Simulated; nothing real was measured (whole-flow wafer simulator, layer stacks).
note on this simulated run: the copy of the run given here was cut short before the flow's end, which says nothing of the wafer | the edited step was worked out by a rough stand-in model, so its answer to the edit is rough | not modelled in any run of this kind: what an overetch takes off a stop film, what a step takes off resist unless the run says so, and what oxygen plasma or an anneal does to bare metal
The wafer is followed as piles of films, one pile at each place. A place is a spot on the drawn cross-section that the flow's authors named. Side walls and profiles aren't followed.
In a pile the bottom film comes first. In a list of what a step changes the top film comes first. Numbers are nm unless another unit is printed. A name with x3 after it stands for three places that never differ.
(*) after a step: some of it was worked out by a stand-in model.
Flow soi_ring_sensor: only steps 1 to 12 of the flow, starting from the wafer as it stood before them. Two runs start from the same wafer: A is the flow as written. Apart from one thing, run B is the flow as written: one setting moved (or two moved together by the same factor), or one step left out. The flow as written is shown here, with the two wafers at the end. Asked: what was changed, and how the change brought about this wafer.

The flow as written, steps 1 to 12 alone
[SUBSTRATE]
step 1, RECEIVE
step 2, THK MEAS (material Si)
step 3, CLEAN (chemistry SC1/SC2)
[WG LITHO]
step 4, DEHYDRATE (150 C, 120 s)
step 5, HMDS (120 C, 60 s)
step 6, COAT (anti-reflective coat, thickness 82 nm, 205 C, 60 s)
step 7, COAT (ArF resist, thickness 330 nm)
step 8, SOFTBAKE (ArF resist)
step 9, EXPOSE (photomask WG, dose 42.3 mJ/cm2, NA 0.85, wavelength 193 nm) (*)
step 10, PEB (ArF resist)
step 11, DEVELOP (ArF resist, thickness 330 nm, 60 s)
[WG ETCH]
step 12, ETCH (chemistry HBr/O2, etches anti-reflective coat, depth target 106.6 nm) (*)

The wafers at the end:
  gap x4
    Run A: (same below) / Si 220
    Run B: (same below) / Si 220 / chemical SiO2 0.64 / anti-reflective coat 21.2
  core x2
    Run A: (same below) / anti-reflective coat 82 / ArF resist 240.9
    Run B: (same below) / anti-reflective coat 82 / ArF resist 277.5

The reason: step 12, ETCH: depth target 60.8 nm was run, whereas the flow has depth target 106.6 nm.

Step by step, how the change led to this:
  step 12, ETCH (chemistry HBr/O2, etches anti-reflective coat, depth target 106.6 nm) (*)
      gap x4: A -82 anti-reflective coat (all of it), -0.64 chemical SiO2 (all of it) | B -60.8 anti-reflective coat
      core x2: A -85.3 ArF resist | B -48.6 ArF resist
